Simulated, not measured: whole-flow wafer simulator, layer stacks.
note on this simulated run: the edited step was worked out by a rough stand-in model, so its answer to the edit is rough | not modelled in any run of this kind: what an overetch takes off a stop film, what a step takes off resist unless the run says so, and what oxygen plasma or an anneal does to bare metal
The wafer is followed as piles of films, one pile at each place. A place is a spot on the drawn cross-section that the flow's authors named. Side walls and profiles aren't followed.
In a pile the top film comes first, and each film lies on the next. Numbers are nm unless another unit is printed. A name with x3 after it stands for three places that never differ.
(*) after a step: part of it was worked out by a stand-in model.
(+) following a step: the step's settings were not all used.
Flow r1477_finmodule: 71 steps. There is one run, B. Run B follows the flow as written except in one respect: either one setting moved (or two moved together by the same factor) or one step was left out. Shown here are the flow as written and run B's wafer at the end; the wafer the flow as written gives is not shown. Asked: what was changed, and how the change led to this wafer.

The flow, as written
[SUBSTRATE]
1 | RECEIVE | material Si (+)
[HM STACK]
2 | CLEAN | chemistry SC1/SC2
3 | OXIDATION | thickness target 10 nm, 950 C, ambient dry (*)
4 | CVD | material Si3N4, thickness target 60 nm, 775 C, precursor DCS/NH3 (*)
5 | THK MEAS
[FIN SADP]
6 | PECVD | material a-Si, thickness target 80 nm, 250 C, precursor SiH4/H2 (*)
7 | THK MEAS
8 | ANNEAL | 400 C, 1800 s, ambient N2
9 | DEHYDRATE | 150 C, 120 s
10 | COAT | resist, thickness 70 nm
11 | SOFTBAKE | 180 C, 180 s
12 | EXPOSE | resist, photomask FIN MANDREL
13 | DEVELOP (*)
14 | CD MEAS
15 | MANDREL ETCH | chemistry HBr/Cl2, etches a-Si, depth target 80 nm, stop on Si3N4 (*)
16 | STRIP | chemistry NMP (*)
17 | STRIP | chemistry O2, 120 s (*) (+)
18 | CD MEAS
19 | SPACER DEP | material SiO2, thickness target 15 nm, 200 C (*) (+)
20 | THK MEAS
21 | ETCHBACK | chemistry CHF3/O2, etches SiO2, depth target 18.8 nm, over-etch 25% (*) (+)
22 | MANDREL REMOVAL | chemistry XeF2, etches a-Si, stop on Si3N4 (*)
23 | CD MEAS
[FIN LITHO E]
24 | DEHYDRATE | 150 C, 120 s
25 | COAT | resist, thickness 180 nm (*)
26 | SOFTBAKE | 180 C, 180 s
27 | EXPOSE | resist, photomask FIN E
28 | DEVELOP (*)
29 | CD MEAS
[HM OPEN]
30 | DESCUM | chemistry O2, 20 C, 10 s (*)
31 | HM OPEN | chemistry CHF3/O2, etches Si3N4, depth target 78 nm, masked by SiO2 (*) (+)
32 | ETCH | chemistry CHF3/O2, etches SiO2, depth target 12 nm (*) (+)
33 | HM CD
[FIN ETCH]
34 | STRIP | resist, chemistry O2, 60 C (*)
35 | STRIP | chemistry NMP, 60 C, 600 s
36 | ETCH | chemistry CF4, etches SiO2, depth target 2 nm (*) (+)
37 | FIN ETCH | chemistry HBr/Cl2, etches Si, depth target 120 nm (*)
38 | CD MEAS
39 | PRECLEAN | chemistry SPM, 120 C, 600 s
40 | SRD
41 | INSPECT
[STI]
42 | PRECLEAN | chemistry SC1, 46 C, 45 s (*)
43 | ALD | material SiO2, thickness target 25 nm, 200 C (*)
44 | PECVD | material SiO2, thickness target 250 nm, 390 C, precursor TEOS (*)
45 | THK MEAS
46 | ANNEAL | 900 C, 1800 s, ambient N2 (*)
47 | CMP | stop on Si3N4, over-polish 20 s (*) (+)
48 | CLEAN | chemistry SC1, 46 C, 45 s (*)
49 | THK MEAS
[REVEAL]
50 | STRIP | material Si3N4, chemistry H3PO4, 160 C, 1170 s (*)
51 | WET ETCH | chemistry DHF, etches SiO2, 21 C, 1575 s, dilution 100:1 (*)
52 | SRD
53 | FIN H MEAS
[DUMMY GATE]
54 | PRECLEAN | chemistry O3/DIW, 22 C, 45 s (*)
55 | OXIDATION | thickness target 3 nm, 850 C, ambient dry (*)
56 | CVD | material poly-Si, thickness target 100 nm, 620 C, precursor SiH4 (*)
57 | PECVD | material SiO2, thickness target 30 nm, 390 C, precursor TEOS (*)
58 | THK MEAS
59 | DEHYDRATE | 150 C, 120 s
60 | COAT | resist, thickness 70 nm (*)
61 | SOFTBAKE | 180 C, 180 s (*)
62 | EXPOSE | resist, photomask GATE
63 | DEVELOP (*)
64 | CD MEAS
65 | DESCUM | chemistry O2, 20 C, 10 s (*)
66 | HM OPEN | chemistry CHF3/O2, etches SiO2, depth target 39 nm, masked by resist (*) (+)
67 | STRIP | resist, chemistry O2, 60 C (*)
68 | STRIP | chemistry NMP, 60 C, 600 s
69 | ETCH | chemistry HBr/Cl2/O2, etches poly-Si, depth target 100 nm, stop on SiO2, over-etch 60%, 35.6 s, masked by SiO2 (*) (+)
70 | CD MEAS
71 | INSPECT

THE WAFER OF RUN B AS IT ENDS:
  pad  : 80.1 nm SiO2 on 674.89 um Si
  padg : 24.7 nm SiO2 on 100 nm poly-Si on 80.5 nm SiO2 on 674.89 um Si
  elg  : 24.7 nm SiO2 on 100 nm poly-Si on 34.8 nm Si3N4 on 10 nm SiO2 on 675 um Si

Cause: step 37, FIN ETCH: depth target 97.2 nm was run, while the flow as written has depth target 120 nm.

How this came from the change, step by step:
  37 | FIN ETCH | chemistry HBr/Cl2, etches Si, depth target 120 nm (*)
      pad, padg, esg and 19 more: -97.2 Si (it would be, as written: -120 Si)
      elg, e40lg, e100lg, e200lg, elo, e40lo, e100lo, e200lo: -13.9 Si3N4 (it would be, as written: -17.1 Si3N4)
      (as well as at 6 more places)
  43 | ALD | material SiO2, thickness target 25 nm, 200 C (*)
      s40cg, s45cg, s50cg, s40co, s45co, s50co: +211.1 SiO2 (new film) (it would be, as written: +232.1 SiO2 (new film))
      esg: +174.7 SiO2 (new film) (it would be, as written: +194.3 SiO2 (new film))
  47 | CMP | stop on Si3N4, over-polish 20 s (*) (+)
      pad, padg, e40sg and 11 more: -94.6 SiO2 (it would be, as written: -71.8 SiO2)
      eso: -95.2 SiO2 (it would be, as written: -72.4 SiO2)
  51 | WET ETCH | chemistry DHF, etches SiO2, 21 C, 1575 s, dilution 100:1 (*)
      elg, e40lg, e100lg, e200lg, elo, e40lo, e100lo, e200lo: -14.6 SiO2 (all of it), -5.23 Si3N4 (it would be, as written: -17.8 SiO2 (all of it), -4.97 Si3N4)
  60 | COAT | resist, thickness 70 nm (*)
      e40sg, eso, e40so: +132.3 resist (new film) (it would be, as written: +129.5 resist (new film))
      e100sg, e100so: +132.2 resist (new film) (it would be, as written: +129.4 resist (new film))
      (as well as at 2 more places)
  63 | DEVELOP (*)
      eso, e40so: -132.3 resist (all of it) (it would be, as written: -129.5 resist (all of it))
      e100so: -132.2 resist (all of it) (it would be, as written: -129.4 resist (all of it))
      (as well as at 1 more place)
  67 | STRIP | resist, chemistry O2, 60 C (*)
      e40sg: -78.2 resist (all of it) (it would be, as written: -75.4 resist (all of it))
      e100sg: -78.1 resist (all of it) (it would be, as written: -75.3 resist (all of it))
      (as well as at 1 more place)
